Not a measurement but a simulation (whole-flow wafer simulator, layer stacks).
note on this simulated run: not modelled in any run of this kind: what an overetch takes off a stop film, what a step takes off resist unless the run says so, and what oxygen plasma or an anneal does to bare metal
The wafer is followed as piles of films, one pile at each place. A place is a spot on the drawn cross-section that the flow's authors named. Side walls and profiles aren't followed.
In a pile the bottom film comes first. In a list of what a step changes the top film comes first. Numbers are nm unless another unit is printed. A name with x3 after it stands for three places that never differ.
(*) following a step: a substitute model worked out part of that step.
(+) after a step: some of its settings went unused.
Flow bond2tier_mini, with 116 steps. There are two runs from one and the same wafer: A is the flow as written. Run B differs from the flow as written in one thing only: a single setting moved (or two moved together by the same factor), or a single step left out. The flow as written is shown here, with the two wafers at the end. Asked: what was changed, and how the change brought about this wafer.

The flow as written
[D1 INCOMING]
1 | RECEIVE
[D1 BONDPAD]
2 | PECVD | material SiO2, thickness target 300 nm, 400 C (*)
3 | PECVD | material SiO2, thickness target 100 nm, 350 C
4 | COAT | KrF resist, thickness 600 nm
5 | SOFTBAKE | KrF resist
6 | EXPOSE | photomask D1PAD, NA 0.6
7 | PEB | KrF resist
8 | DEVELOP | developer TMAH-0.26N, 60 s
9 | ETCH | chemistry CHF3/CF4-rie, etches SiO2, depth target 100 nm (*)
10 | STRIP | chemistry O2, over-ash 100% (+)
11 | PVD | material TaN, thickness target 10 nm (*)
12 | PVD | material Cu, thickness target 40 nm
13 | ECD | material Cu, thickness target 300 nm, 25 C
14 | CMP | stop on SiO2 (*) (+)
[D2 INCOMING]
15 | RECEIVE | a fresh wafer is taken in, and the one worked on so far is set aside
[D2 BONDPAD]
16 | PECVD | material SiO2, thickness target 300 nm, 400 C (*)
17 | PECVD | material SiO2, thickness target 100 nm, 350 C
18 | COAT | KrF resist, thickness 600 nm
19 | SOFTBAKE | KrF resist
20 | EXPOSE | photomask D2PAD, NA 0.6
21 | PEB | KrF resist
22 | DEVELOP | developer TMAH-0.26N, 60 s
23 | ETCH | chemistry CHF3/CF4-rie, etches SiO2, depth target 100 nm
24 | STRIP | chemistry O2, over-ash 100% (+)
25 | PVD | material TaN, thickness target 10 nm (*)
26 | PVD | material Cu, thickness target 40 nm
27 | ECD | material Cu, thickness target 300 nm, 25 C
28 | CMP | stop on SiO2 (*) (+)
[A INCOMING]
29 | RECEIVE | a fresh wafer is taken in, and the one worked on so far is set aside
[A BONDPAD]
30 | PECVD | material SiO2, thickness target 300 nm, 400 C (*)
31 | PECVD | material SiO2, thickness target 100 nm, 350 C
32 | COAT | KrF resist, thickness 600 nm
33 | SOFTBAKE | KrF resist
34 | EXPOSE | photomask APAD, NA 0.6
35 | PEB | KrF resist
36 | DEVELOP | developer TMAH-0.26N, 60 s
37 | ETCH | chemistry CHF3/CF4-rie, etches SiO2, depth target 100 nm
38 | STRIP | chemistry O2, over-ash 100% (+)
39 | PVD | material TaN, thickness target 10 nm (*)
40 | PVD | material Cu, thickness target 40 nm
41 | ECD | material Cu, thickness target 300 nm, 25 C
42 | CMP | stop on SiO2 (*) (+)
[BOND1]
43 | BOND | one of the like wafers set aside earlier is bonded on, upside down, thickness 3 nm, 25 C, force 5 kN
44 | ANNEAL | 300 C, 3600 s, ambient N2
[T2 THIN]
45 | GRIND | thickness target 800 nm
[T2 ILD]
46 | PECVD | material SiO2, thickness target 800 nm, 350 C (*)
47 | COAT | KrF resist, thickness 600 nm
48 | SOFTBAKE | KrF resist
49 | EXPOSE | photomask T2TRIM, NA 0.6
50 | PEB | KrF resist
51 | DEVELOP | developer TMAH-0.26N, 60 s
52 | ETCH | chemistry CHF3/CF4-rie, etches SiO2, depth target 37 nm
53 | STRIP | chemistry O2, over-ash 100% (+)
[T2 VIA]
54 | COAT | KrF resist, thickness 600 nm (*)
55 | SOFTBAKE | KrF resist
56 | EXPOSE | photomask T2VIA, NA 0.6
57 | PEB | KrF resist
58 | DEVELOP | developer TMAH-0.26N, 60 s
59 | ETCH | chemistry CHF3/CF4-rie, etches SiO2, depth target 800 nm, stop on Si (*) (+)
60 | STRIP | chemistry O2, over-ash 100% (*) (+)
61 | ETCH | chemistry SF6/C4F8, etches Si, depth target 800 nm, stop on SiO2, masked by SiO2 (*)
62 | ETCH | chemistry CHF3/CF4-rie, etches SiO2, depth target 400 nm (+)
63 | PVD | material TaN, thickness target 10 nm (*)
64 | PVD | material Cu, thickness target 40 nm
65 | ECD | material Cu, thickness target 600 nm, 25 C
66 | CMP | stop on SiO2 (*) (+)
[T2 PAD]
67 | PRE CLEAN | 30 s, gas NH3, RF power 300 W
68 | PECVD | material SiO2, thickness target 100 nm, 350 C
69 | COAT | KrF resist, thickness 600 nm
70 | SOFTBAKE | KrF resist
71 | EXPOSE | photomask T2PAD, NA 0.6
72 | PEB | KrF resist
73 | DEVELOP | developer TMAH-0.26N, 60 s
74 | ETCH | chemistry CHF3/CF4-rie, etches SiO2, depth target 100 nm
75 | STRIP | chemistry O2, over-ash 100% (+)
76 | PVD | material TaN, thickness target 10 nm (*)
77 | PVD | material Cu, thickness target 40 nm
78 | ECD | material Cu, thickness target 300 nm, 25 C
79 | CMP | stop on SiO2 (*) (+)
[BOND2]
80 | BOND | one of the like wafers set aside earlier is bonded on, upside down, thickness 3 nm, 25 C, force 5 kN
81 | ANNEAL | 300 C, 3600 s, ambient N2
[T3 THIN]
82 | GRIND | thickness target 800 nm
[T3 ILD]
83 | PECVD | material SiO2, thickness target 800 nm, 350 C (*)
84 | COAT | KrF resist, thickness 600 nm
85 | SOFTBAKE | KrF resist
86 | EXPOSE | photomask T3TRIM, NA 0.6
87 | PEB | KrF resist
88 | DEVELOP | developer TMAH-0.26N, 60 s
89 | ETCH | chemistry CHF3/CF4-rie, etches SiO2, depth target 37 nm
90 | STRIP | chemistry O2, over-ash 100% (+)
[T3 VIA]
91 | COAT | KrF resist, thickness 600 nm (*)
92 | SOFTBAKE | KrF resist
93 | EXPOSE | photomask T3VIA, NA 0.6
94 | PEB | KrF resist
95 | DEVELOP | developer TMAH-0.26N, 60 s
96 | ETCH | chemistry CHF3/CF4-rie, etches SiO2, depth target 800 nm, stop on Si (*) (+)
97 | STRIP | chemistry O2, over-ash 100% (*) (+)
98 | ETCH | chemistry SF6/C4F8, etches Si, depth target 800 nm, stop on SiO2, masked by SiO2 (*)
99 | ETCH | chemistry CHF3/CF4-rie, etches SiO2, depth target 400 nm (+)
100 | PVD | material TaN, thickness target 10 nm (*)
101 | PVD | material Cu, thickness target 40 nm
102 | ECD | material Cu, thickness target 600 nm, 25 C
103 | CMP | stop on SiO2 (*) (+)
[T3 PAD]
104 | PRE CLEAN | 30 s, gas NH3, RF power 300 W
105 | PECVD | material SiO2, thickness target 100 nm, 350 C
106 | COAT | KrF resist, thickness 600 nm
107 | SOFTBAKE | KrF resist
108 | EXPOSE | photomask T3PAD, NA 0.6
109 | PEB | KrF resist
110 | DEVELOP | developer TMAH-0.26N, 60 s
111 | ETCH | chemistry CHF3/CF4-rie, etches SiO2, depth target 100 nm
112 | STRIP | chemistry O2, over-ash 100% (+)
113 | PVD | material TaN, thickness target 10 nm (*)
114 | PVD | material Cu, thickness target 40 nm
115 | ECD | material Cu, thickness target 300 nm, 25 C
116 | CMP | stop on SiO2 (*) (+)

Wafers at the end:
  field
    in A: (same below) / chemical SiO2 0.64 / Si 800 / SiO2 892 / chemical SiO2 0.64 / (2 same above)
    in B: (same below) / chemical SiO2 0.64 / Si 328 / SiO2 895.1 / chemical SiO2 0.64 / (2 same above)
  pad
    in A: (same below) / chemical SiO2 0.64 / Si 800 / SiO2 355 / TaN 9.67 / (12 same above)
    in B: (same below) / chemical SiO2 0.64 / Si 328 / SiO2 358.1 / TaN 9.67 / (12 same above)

Cause: step 45, GRIND: thickness target 328 nm was run, whereas the flow has thickness target 800 nm.
The wafer itself shows it: field has Si 328, and step 45 as written asks for 800 nm.

How this came from the change, step by step:
  45 | GRIND | thickness target 800 nm
      field, pad, via: A -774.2 um Si | B -774.67 um Si
  61 | ETCH | chemistry SF6/C4F8, etches Si, depth target 800 nm, stop on SiO2, masked by SiO2 (*)
      field, pad: A -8 SiO2 | B -4.92 SiO2
